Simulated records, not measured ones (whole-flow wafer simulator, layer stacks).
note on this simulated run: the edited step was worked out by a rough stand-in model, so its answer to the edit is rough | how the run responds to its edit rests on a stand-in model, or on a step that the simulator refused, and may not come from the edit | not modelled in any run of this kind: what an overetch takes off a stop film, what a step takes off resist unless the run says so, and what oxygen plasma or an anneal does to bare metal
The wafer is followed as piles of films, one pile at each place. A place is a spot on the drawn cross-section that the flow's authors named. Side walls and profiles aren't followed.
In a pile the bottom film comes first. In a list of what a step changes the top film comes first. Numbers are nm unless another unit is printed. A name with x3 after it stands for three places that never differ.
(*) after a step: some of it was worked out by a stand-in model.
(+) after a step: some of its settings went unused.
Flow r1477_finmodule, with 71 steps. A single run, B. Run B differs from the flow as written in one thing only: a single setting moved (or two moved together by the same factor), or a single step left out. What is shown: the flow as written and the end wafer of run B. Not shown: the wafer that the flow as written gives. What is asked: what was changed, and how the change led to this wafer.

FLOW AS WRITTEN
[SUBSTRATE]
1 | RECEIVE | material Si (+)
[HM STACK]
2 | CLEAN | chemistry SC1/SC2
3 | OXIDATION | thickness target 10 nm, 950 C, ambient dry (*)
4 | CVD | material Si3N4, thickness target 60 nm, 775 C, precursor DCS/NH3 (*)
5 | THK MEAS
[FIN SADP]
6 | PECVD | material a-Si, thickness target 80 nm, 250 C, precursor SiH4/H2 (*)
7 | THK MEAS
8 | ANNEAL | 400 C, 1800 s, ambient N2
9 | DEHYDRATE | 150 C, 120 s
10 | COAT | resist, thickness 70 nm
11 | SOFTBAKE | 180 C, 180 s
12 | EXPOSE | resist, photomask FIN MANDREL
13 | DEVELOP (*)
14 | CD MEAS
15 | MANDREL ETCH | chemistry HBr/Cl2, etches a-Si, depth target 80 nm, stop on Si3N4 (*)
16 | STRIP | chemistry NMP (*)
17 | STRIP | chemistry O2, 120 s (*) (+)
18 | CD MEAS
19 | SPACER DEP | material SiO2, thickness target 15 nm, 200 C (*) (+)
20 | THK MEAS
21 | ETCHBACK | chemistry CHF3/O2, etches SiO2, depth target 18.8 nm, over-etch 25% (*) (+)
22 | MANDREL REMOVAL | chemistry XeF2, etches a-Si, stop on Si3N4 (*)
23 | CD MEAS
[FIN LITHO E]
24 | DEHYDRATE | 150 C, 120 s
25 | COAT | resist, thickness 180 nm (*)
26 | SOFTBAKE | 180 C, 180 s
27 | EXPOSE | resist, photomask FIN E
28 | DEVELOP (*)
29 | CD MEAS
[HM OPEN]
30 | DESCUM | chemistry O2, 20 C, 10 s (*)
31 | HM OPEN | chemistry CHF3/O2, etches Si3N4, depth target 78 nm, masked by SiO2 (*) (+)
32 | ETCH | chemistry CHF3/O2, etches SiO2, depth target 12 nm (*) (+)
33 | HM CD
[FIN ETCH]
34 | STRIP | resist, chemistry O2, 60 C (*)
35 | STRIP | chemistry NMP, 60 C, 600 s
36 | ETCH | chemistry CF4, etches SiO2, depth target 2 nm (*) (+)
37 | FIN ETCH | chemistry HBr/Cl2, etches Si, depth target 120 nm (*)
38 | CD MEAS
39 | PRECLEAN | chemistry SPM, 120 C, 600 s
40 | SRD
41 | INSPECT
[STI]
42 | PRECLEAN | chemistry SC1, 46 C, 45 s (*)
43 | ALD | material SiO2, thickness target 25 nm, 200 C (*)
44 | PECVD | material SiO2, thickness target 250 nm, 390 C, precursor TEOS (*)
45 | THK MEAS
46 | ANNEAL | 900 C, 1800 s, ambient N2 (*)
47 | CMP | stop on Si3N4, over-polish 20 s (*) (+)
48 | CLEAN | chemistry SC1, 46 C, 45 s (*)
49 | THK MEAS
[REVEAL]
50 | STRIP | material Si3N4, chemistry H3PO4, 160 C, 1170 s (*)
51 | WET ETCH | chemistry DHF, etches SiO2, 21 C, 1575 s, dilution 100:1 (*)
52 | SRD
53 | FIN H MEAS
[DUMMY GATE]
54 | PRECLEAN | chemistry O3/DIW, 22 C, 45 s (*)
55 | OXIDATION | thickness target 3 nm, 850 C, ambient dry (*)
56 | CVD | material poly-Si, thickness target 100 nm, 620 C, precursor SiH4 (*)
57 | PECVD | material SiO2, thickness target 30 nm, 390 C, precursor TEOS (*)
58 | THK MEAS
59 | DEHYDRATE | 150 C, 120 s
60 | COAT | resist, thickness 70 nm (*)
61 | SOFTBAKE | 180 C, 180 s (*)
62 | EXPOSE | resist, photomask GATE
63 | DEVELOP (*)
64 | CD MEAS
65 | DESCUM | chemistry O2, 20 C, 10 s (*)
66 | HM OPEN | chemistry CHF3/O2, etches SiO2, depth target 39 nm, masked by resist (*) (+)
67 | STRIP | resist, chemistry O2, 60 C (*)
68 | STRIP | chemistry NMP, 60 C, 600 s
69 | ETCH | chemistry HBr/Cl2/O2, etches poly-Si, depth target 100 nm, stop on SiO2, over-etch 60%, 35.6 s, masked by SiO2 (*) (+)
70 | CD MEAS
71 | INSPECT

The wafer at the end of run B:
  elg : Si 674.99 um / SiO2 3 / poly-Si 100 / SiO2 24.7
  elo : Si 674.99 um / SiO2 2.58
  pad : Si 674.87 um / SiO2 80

What caused this: step 6, PECVD: thickness target 38 nm was run, though the flow has thickness target 80 nm.

How this came from the change, step by step:
  6 | PECVD | material a-Si, thickness target 80 nm, 250 C, precursor SiH4/H2 (*)
      pad, padg, elg and 33 more: a-Si gains 38 (new film) (it would be, as written: a-Si gains 80 (new film))
  15 | MANDREL ETCH | chemistry HBr/Cl2, etches a-Si, depth target 80 nm, stop on Si3N4 (*)
      pad, padg, elg and 27 more: a-Si loses 38 (all of it) (it would be, as written: a-Si loses 80 (all of it))
      s40cg, s45cg, s50cg, s40co, s45co, s50co: resist loses 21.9 (it would be, as written: resist loses 30.7)
  16 | STRIP | chemistry NMP (*)
      s40cg, s45cg, s50cg, s40co, s45co, s50co: resist loses 48.1 (all of it) (it would be, as written: resist loses 39.3 (all of it))
  21 | ETCHBACK | chemistry CHF3/O2, etches SiO2, depth target 18.8 nm, over-etch 25% (*) (+)
      s40sg_line, s45sg_line, s50sg_line, s40so_line, s45so_line, s50so_line: SiO2 gains 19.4 (it would be, as written: SiO2 gains 61.4)
  22 | MANDREL REMOVAL | chemistry XeF2, etches a-Si, stop on Si3N4 (*)
      s40cg, s45cg, s50cg, s40co, s45co, s50co: a-Si loses 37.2 (all of it) (it would be, as written: a-Si loses 79.2 (all of it))
  25 | COAT | resist, thickness 180 nm (*)
      s40cg, s40co: resist gains 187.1 (new film) (it would be, as written: resist gains 197.6 (new film))
      s40sg, s40so: resist gains 190.7 (new film) (it would be, as written: resist gains 201.2 (new film))
      (also at 14 further places)
  28 | DEVELOP (*)
      s40cg, s40co: resist loses 187.1 (all of it) (it would be, as written: resist loses 197.6 (all of it))
      s40sg, s40so: resist loses 190.7 (all of it) (it would be, as written: resist loses 201.2 (all of it))
      (also at 14 further places)
  31 | HM OPEN | chemistry CHF3/O2, etches Si3N4, depth target 78 nm, masked by SiO2 (*) (+)
      s40sg_line, s45sg_line, s50sg_line, s40so_line, s45so_line, s50so_line: SiO2 loses 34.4 (all of it), Si3N4 loses 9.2 (it would be, as written: SiO2 loses 39)
  32 | ETCH | chemistry CHF3/O2, etches SiO2, depth target 12 nm (*) (+)
      s40sg_line, s45sg_line, s50sg_line, s40so_line, s45so_line, s50so_line: Si3N4 loses 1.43 (it would be, as written: SiO2 loses 12)
      pad, padg, e40sg and 11 more: Si loses 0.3 (it would be, as written: Si loses 2.4)
      (also at 16 further places)
  34 | STRIP | resist, chemistry O2, 60 C (*)
      elg, e40lg, e100lg, e200lg, elo, e40lo, e100lo, e200lo: resist loses 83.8 (all of it) (it would be, as written: resist loses 73.8 (all of it))
  36 | ETCH | chemistry CF4, etches SiO2, depth target 2 nm (*) (+)
      elg, e40lg, e100lg, e200lg, elo, e40lo, e100lo, e200lo: nothing (it would be, as written: Si3N4 loses 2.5)
      s40sg_line, s45sg_line, s50sg_line, s40so_line, s45so_line, s50so_line: nothing (it would be, as written: SiO2 loses 2)
  37 | FIN ETCH | chemistry HBr/Cl2, etches Si, depth target 120 nm (*)
      s40sg_line, s45sg_line, s50sg_line, s40so_line, s45so_line, s50so_line: Si3N4 loses 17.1 (it would be, as written: SiO2 loses 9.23)
  43 | ALD | material SiO2, thickness target 25 nm, 200 C (*)
      s40sg_line, s45sg_line, s50sg_line, s40so_line, s45so_line, s50so_line: SiO2 gains 25 (new film) (it would be, as written: SiO2 gains 25)
      s40cg, s45cg, s50cg, s40co, s45co, s50co: SiO2 gains 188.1 (new film) (it would be, as written: SiO2 gains 232.1 (new film))
  47 | CMP | stop on Si3N4, over-polish 20 s (*) (+)
      elg, e40lg, e100lg, e200lg, elo, e40lo, e100lo, e200lo: SiO2 loses 263.8 (all of it), Si3N4 loses 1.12 (it would be, as written: SiO2 loses 241.6)
      pad, padg, e40sg, e100sg, e200sg, e40so, e100so, e200so: SiO2 loses 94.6 (it would be, as written: SiO2 loses 71.8)
      (also at 20 further places)
  50 | STRIP | material Si3N4, chemistry H3PO4, 160 C, 1170 s (*)
      elg, e40lg, e100lg, e200lg, elo, e40lo, e100lo, e200lo: Si3N4 loses 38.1 (all of it), SiO2 loses 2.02 (it would be, as written: SiO2 loses 4.28)
      s40sg_line, s45sg_line, s50sg_line, s40so_line, s45so_line, s50so_line: Si3N4 loses 31.1 (all of it), SiO2 loses 2.23 (it would be, as written: Si3N4 loses 58.9 (all of it), SiO2 loses 1.37)
  51 | WET ETCH | chemistry DHF, etches SiO2, 21 C, 1575 s, dilution 100:1 (*)
      elg, e40lg, e100lg, e200lg, elo, e40lo, e100lo, e200lo: SiO2 loses 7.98 (all of it) (it would be, as written: SiO2 loses 17.8 (all of it), Si3N4 loses 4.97)
      s40sg_line, s45sg_line, s50sg_line, s40so_line, s45so_line, s50so_line: SiO2 loses 7.77 (all of it) (it would be, as written: SiO2 loses 8.63 (all of it))
  ... 6 further steps ...
  69 | ETCH | chemistry HBr/Cl2/O2, etches poly-Si, depth target 100 nm, stop on SiO2, over-etch 60%, 35.6 s, masked by SiO2 (*) (+)
      s40co: chemical SiO2 loses 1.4 (all of it), poly-Si loses 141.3 (all of it), SiO2 loses 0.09 (it would be, as written: chemical SiO2 loses 1.46 (all of it), poly-Si loses 111.5 (all of it), SiO2 loses 0.24)
      s45co: chemical SiO2 loses 1.4 (all of it), poly-Si loses 141.3 (all of it), SiO2 loses 0.09 (it would be, as written: chemical SiO2 loses 1.46 (all of it), poly-Si loses 110.9 (all of it), SiO2 loses 0.25)
      (also at 1 further place)
